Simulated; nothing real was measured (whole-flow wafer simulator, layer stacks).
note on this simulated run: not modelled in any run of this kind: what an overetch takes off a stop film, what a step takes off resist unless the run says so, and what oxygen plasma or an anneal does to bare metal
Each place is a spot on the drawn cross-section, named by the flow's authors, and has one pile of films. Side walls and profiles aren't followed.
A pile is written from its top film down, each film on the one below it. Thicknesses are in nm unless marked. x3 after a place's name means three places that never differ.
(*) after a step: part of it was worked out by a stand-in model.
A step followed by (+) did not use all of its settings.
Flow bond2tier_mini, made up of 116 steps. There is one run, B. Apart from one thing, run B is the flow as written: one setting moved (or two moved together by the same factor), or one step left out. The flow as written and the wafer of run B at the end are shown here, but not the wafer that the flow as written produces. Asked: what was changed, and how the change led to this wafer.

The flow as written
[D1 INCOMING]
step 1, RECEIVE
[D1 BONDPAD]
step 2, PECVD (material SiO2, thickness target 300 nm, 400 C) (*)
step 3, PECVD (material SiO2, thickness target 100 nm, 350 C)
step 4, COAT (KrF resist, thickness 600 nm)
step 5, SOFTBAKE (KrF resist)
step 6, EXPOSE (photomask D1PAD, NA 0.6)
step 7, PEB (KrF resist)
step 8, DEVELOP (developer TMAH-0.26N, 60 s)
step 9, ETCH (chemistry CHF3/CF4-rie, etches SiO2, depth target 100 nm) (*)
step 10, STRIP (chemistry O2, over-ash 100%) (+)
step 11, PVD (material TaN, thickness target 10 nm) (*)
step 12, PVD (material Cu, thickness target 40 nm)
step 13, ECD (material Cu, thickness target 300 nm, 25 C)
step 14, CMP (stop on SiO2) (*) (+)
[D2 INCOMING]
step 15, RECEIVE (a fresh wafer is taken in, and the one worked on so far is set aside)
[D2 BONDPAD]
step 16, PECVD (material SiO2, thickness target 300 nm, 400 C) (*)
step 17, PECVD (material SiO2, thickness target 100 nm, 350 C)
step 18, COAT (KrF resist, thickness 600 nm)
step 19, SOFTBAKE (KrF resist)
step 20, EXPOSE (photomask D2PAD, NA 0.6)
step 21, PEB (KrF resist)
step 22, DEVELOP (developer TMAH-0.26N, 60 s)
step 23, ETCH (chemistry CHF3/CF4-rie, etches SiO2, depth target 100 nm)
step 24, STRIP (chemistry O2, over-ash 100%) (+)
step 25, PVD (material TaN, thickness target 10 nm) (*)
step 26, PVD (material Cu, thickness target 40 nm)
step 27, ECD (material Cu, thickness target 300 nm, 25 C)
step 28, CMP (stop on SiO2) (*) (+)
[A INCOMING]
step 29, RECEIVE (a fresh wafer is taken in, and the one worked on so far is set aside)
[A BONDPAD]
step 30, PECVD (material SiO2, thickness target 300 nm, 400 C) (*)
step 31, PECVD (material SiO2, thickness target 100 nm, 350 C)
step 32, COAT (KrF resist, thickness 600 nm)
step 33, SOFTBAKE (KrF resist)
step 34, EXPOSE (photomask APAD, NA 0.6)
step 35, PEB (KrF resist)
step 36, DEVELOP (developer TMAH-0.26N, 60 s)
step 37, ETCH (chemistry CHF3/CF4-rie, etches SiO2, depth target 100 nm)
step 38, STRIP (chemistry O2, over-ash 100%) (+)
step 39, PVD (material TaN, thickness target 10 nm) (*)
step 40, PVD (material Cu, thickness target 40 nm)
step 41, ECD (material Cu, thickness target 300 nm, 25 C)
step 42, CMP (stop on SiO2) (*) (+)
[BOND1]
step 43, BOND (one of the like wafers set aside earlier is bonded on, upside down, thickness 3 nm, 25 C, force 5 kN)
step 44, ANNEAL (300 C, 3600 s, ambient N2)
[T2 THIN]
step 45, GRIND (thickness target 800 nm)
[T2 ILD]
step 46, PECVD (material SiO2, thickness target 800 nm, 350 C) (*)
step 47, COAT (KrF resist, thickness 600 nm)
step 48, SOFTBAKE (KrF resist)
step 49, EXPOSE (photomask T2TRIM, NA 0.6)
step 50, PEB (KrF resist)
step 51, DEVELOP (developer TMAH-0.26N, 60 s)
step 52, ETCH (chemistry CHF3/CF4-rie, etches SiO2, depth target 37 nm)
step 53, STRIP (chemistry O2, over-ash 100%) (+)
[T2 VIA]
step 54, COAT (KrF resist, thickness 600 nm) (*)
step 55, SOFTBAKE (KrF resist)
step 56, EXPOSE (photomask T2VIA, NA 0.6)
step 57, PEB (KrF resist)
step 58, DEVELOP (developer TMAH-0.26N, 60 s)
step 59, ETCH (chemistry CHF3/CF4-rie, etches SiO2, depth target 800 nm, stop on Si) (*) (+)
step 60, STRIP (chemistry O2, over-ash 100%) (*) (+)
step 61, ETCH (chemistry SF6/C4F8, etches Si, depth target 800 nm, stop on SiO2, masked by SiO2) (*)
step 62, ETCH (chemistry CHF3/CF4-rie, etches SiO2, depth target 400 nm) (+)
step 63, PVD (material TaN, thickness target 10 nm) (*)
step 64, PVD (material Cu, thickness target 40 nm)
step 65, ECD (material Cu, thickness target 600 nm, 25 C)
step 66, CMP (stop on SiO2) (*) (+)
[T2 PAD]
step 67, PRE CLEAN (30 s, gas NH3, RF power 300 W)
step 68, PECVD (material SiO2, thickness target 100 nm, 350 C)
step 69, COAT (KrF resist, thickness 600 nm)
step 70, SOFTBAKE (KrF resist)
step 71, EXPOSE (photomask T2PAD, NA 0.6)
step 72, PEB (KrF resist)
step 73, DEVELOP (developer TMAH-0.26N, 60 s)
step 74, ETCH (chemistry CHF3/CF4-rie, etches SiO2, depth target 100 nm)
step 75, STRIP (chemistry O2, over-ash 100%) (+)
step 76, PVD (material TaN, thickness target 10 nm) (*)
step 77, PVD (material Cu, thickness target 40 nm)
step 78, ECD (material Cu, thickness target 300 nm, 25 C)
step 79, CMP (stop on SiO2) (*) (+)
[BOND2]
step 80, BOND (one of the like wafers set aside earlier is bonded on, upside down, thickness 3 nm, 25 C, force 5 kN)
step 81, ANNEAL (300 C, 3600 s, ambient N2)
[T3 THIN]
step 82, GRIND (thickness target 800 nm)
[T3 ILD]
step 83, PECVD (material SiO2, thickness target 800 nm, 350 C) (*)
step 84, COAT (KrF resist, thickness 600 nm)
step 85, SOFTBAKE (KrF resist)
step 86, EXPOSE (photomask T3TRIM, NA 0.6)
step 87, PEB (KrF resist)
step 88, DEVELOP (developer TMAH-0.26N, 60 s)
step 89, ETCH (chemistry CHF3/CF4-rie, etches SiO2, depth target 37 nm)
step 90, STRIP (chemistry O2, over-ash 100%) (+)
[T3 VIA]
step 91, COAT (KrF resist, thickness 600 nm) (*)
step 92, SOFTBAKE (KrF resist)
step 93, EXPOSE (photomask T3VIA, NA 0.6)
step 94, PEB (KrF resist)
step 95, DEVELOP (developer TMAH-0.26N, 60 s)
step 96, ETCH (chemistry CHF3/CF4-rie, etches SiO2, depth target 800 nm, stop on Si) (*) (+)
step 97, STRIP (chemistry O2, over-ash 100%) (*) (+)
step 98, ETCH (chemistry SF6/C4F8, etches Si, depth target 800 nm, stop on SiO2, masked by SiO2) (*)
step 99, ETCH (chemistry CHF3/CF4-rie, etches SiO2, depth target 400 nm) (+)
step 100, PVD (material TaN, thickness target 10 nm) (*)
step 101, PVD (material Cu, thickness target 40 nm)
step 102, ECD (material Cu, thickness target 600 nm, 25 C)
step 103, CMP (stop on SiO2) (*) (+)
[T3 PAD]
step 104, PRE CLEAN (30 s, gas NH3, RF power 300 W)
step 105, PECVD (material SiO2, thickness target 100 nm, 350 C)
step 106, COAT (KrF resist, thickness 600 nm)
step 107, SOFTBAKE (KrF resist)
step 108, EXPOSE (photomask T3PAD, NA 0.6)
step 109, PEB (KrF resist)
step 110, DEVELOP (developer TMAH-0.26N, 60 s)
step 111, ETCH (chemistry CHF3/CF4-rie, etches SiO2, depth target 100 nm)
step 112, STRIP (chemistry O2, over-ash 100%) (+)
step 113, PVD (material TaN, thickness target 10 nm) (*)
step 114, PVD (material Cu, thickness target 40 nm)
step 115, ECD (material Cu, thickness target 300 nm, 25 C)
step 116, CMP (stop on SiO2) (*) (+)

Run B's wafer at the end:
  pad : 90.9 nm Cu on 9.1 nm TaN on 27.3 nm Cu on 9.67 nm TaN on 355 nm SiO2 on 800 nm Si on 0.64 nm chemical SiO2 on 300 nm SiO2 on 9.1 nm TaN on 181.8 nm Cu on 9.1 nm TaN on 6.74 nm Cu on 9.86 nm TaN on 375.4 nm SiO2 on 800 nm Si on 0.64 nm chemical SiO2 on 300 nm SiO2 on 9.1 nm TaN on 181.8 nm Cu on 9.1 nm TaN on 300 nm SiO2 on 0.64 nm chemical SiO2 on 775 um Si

Cause: step 52, ETCH: depth target 16.6 nm was run, while the flow as written has depth target 37 nm.

Step by step, how the change led to this:
  step 52, ETCH (chemistry CHF3/CF4-rie, etches SiO2, depth target 37 nm)
      pad, via: -16.6 SiO2 (as written it would have been: -37 SiO2)
      field: -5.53 KrF resist (as written it would have been: -12.3 KrF resist)
  step 59, ETCH (chemistry CHF3/CF4-rie, etches SiO2, depth target 800 nm, stop on Si) (*) (+)
      via: -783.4 SiO2 (all of it) (as written it would have been: -763 SiO2 (all of it))
  step 60, STRIP (chemistry O2, over-ash 100%) (*) (+)
      field: -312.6 KrF resist (all of it) (as written it would have been: -303.9 KrF resist (all of it))
      pad: -326.9 KrF resist (all of it) (as written it would have been: -336 KrF resist (all of it))
  step 65, ECD (material Cu, thickness target 600 nm, 25 C)
      pad: +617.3 Cu (as written it would have been: +638.7 Cu)
